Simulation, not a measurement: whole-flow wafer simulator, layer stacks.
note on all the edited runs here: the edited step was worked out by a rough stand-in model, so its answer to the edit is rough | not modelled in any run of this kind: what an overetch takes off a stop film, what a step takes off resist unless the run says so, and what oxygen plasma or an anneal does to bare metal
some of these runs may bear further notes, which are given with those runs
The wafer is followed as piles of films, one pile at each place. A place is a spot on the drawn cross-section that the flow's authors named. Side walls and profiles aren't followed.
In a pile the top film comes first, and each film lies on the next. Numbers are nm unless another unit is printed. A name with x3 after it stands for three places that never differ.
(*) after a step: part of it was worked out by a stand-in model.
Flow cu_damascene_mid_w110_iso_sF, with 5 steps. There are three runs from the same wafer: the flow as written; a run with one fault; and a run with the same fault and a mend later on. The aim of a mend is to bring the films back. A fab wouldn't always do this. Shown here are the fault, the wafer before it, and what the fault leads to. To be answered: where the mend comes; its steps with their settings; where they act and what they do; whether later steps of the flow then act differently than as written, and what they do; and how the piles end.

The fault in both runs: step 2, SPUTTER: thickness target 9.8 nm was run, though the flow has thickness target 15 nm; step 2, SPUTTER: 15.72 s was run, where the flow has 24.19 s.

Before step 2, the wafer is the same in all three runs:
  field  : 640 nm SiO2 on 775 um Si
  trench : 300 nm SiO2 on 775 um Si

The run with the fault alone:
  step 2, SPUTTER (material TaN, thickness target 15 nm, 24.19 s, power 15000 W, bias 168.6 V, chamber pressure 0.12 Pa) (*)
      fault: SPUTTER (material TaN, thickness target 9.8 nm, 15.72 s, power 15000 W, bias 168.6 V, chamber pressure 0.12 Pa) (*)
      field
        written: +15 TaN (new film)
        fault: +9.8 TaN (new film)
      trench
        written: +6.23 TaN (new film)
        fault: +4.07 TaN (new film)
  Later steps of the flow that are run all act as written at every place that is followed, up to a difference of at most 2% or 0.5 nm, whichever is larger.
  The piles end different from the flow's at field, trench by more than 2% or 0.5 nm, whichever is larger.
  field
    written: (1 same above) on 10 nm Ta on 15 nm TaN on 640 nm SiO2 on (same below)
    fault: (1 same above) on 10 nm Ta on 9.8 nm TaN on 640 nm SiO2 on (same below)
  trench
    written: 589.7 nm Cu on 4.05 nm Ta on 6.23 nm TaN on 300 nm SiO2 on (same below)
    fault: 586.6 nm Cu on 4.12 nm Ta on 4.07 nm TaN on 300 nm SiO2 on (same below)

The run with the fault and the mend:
  After step 2 comes the mend.
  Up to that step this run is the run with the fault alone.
  step 2a, SPUTTER (material TaN, thickness target 5.2 nm, 8.386 s, power 15000 W, bias 168.6 V, chamber pressure 0.12 Pa) (*) (the flow's step 2, run once more with other settings)
      field
        +5.2 TaN
      trench
        +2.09 TaN
  Later steps of the flow that are run all act as written at every place that is followed, up to a difference of at most 2% or 0.5 nm, whichever is larger.
  The piles end only slightly different from the flow's at the places that both follow, by no more than 2% or 0.5 nm, whichever is larger.
